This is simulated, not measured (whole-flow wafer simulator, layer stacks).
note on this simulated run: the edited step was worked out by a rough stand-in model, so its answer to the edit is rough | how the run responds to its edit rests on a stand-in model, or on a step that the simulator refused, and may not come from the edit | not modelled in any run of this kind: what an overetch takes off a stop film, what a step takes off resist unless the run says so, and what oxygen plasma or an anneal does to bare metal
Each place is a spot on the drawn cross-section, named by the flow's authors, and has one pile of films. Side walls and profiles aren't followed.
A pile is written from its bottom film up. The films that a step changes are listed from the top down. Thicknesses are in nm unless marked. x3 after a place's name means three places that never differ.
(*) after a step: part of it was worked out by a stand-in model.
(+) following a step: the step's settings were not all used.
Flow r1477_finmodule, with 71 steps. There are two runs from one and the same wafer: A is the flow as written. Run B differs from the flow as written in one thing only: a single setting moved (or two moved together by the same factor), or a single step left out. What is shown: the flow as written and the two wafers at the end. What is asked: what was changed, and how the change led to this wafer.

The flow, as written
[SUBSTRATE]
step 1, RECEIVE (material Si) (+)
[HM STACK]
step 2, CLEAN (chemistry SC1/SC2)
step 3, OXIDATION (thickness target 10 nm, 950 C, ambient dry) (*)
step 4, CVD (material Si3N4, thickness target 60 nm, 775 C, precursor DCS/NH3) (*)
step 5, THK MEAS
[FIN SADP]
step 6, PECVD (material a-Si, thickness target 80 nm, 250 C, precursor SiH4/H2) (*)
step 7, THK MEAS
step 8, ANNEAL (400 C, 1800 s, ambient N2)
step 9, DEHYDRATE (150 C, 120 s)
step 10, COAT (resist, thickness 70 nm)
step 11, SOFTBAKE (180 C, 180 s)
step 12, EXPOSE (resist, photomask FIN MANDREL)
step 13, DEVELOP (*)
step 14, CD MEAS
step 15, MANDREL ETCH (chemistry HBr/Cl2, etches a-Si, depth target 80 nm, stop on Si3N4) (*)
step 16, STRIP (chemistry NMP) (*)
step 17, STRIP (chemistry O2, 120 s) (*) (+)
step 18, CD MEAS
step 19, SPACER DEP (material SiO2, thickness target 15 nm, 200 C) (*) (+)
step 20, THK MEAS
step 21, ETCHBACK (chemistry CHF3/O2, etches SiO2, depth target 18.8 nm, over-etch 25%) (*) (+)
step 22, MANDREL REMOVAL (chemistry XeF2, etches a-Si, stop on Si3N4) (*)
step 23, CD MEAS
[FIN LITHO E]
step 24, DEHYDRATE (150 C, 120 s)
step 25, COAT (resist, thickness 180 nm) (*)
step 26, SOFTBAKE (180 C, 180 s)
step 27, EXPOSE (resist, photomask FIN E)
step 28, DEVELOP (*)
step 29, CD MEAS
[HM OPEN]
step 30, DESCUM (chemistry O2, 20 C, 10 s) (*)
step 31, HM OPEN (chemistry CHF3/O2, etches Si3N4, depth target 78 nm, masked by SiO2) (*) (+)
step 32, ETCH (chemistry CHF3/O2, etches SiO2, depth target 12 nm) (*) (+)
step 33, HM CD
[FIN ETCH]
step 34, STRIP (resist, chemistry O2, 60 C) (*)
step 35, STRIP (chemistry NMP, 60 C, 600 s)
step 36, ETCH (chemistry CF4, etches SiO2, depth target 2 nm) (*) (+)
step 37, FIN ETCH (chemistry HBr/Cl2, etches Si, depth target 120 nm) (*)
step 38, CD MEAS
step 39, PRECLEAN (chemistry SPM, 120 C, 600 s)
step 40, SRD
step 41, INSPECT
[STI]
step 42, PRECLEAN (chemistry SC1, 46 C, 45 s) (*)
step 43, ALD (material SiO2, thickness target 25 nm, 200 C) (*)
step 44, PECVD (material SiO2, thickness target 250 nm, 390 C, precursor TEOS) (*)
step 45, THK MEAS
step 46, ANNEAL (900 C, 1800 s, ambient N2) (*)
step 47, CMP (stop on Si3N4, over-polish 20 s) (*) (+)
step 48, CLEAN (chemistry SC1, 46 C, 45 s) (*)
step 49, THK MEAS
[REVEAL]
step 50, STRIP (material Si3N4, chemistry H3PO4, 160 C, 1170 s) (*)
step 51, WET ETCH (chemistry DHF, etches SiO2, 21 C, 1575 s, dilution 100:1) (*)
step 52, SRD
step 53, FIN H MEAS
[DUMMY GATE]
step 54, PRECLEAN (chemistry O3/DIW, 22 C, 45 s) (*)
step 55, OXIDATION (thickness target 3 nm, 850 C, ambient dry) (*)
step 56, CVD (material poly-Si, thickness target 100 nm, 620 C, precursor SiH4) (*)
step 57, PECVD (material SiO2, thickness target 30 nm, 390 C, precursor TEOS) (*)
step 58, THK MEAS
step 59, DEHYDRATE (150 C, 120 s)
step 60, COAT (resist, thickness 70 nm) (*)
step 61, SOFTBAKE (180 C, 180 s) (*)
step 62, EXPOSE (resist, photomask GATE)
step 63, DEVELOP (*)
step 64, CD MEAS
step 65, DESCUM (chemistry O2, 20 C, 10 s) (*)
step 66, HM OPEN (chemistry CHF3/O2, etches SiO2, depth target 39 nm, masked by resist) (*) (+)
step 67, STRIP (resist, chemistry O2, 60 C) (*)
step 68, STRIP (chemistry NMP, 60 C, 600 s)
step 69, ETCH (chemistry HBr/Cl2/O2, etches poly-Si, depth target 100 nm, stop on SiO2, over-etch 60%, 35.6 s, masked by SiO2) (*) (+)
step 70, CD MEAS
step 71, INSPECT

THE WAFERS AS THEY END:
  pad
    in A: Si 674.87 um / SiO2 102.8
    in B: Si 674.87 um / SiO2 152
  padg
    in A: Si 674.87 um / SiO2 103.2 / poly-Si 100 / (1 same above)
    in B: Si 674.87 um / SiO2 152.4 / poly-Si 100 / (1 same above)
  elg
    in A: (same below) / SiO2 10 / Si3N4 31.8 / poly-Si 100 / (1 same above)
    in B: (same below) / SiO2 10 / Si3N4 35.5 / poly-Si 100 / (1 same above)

Cause: step 51, WET ETCH: 669 s was run, while the flow as written has 1575 s.

The path from the change to this, step by step:
  step 51, WET ETCH (chemistry DHF, etches SiO2, 21 C, 1575 s, dilution 100:1) (*)
      pad, padg, e40sg and 12 more: A -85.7 SiO2 | B -36.4 SiO2
      elg, e40lg, e100lg, e200lg, elo, e40lo, e100lo, e200lo: A -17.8 SiO2 (all of it), -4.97 Si3N4 | B -17.8 SiO2 (all of it), -1.28 Si3N4
      (as well as at 7 more places)
  step 56, CVD (material poly-Si, thickness target 100 nm, 620 C, precursor SiH4) (*)
      s40sg_line, s45sg_line, s50sg_line, s40so_line, s45so_line, s50so_line: A +100 poly-Si (new film) | B +126.7 poly-Si (new film)
      s40cg, s40co: A +113.9 poly-Si (new film) | B +100 poly-Si (new film)
      (as well as at 5 more places)
  step 60, COAT (resist, thickness 70 nm) (*)
      e40lg, e100lg, elo, e40lo, e100lo: A +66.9 resist (new film) | B +69.1 resist (new film)
      e40sg, eso, e40so: A +129.5 resist (new film) | B +86.2 resist (new film)
      (as well as at 23 more places)
  step 63, DEVELOP (*)
      elo, e40lo, e100lo: A -66.9 resist (all of it) | B -69.1 resist (all of it)
      eso, e40so: A -129.5 resist (all of it) | B -86.2 resist (all of it)
      (as well as at 11 more places)
  step 67, STRIP (resist, chemistry O2, 60 C) (*)
      e40lg, e100lg: A -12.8 resist (all of it) | B -15 resist (all of it)
      elg: A -15.9 resist (all of it) | B -15.2 resist (all of it)
      (as well as at 13 more places)
  step 69, ETCH (chemistry HBr/Cl2/O2, etches poly-Si, depth target 100 nm, stop on SiO2, over-etch 60%, 35.6 s, masked by SiO2) (*) (+)
      s40so_line, s45so_line, s50so_line: A -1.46 chemical SiO2 (all of it), -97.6 poly-Si (all of it), -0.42 SiO2 | B -1.18 chemical SiO2 (all of it), -124.4 poly-Si (all of it), -0.18 SiO2
      s40co: A -1.46 chemical SiO2 (all of it), -111.5 poly-Si (all of it), -0.24 SiO2 | B -1.18 chemical SiO2 (all of it), -97.7 poly-Si (all of it), -0.42 SiO2
      (as well as at 2 more places)
